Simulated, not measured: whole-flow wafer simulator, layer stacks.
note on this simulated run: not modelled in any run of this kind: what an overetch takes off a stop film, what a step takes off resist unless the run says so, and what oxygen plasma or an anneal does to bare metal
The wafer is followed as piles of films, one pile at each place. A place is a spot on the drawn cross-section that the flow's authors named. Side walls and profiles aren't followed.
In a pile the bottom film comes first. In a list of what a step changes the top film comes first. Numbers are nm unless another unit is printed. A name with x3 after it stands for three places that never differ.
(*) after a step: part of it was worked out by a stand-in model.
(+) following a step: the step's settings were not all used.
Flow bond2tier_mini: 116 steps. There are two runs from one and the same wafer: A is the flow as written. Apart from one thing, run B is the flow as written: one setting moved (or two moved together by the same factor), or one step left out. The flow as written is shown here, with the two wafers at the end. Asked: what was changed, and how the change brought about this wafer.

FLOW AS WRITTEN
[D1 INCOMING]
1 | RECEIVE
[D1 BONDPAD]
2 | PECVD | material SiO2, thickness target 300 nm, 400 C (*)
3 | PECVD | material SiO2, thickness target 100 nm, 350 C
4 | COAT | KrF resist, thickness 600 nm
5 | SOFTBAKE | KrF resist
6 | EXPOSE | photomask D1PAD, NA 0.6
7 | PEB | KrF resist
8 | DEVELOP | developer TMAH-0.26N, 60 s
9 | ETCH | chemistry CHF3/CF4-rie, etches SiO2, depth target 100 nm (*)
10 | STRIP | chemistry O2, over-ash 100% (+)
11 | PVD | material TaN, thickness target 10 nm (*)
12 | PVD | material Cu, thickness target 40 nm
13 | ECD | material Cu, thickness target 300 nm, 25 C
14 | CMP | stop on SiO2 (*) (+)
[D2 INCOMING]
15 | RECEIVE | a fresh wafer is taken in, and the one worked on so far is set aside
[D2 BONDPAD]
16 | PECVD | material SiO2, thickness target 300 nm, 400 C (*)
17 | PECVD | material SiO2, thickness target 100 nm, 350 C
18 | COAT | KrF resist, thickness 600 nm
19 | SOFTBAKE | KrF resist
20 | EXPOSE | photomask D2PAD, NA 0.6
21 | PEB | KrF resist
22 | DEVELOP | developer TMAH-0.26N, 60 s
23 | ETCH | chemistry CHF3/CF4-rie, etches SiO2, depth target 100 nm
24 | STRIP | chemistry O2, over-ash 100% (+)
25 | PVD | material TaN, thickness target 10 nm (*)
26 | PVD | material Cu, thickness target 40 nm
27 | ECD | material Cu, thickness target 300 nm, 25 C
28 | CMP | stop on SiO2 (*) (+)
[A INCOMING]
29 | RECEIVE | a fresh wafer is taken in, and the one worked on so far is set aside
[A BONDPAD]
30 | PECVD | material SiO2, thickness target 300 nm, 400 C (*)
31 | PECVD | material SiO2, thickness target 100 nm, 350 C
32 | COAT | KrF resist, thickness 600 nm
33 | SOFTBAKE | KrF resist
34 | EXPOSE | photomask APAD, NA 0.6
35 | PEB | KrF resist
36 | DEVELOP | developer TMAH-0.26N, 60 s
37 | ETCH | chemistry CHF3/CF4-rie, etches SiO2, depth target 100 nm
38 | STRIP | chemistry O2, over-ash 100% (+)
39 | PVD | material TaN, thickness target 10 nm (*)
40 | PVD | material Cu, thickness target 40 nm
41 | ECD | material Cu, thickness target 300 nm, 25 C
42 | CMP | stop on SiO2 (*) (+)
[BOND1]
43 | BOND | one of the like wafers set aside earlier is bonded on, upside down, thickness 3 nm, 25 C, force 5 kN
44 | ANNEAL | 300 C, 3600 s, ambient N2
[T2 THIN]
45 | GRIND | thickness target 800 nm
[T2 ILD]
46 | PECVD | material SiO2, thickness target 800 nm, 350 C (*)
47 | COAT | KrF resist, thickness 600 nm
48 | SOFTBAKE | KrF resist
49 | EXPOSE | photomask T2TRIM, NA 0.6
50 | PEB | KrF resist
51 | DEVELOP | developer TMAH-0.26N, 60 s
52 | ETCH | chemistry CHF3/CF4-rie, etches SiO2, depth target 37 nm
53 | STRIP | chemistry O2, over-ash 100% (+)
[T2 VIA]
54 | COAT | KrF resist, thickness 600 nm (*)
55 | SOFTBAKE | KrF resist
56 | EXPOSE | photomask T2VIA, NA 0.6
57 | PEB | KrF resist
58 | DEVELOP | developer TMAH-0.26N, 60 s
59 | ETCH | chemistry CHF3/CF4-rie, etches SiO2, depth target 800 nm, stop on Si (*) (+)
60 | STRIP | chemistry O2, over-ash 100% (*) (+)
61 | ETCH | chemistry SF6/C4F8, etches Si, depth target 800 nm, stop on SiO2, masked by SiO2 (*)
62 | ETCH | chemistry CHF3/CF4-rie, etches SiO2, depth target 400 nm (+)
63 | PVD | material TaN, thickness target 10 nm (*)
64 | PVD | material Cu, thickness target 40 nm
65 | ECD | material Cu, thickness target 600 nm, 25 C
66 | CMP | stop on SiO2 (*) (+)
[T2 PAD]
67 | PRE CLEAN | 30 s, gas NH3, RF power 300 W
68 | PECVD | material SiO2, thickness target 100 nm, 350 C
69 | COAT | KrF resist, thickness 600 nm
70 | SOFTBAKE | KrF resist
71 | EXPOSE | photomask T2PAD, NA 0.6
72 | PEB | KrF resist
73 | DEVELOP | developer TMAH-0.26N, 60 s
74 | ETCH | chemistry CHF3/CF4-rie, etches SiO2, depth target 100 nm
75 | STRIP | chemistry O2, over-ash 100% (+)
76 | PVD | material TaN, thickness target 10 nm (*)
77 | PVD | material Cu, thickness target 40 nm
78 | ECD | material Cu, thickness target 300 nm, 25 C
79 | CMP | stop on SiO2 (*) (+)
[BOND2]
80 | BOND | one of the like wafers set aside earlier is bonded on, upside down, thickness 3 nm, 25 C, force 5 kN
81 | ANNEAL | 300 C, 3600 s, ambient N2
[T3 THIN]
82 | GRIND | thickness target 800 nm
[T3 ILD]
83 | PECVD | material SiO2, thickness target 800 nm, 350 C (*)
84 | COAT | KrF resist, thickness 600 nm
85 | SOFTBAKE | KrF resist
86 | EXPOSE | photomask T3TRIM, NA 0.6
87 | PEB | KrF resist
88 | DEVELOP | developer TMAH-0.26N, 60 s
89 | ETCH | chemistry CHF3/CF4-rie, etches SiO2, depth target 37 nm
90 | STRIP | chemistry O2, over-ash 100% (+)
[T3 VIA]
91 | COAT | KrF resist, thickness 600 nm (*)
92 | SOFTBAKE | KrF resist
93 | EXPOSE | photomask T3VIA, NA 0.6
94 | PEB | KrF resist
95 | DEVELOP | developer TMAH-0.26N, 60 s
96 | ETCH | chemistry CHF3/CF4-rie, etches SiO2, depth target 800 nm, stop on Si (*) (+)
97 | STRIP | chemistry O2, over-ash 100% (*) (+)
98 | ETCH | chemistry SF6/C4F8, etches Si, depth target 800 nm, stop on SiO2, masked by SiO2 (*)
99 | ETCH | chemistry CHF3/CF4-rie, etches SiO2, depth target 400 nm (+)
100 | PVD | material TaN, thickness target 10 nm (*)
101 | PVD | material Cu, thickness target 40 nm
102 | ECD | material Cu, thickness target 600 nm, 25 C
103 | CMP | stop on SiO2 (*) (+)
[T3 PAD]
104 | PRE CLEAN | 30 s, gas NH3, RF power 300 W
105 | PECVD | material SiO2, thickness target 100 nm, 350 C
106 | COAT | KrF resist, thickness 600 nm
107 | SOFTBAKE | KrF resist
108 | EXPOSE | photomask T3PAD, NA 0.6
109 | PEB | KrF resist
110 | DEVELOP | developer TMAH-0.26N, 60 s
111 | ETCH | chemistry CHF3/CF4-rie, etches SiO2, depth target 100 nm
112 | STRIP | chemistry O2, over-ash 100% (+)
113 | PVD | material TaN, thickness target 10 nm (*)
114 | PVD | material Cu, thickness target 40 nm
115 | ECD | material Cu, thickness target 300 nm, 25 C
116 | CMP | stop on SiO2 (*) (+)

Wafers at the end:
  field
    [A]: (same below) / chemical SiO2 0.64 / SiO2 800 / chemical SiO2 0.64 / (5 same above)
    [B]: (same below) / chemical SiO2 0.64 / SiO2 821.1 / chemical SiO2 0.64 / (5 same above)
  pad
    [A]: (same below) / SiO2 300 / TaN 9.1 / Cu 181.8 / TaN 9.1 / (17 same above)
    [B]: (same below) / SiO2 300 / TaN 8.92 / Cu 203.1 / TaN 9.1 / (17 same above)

What caused this: step 31, PECVD: thickness target 121.1 nm was run, whereas the flow has thickness target 100 nm; step 37, ETCH: depth target 121.1 nm was run, where the flow has depth target 100 nm.

The path from the change to this, step by step:
  31 | PECVD | material SiO2, thickness target 100 nm, 350 C
      field, pad, via: A +100 SiO2 | B +121.1 SiO2
  37 | ETCH | chemistry CHF3/CF4-rie, etches SiO2, depth target 100 nm
      pad, via: A -100 SiO2 | B -121.1 SiO2
      field: A -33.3 KrF resist | B -40.4 KrF resist
  41 | ECD | material Cu, thickness target 300 nm, 25 C
      pad: A +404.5 Cu | B +426.5 Cu
      via: A +400.2 Cu | B +421.4 Cu
